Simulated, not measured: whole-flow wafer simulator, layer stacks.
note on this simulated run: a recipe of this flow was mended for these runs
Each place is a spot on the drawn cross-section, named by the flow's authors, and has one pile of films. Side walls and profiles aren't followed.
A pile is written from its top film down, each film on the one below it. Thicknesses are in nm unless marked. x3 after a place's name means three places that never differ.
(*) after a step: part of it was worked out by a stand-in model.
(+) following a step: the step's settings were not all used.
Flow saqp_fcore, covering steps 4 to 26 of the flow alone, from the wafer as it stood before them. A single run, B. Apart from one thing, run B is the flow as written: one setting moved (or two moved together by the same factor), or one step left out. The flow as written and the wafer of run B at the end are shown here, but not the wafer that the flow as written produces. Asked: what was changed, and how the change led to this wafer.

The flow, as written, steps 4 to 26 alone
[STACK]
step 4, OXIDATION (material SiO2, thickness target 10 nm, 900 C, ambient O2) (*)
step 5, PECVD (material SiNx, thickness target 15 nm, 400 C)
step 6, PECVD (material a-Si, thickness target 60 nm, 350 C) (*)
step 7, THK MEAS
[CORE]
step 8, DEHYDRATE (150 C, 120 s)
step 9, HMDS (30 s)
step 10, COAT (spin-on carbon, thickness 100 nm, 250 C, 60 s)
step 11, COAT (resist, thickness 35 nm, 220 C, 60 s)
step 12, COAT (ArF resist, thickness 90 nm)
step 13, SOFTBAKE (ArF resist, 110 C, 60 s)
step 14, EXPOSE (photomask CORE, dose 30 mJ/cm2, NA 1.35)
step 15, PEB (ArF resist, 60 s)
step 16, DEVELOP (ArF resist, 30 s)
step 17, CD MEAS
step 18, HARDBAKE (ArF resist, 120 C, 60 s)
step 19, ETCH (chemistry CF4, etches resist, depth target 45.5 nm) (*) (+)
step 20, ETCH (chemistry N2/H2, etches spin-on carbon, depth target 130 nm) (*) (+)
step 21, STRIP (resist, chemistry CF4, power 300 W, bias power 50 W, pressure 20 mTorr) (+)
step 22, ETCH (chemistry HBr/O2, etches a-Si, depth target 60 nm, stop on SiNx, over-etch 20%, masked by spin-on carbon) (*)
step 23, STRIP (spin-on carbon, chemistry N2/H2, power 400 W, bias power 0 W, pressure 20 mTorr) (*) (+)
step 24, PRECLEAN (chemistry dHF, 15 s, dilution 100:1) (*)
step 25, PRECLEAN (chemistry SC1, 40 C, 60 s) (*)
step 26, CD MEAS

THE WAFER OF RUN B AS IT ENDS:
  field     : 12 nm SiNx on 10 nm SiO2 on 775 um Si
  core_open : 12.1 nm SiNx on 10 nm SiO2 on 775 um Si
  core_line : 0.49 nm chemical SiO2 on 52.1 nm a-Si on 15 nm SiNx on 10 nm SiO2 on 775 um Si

Cause: step 6, PECVD: thickness target 52.8 nm was run, whereas the flow has thickness target 60 nm.

The path from the change to this, step by step:
  step 6, PECVD (material a-Si, thickness target 60 nm, 350 C) (*)
      field, core_open, core_line: +52.8 a-Si (new film) (it would be, as written: +60 a-Si (new film))
  step 22, ETCH (chemistry HBr/O2, etches a-Si, depth target 60 nm, stop on SiNx, over-etch 20%, masked by spin-on carbon) (*)
      field: -29.6 a-Si (all of it), -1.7 SiNx (it would be, as written: -36.8 a-Si (all of it), -1.41 SiNx)
      core_open: -32.2 a-Si (all of it), -1.59 SiNx (it would be, as written: -39.4 a-Si (all of it), -1.3 SiNx)
      (and at 1 other place as well)
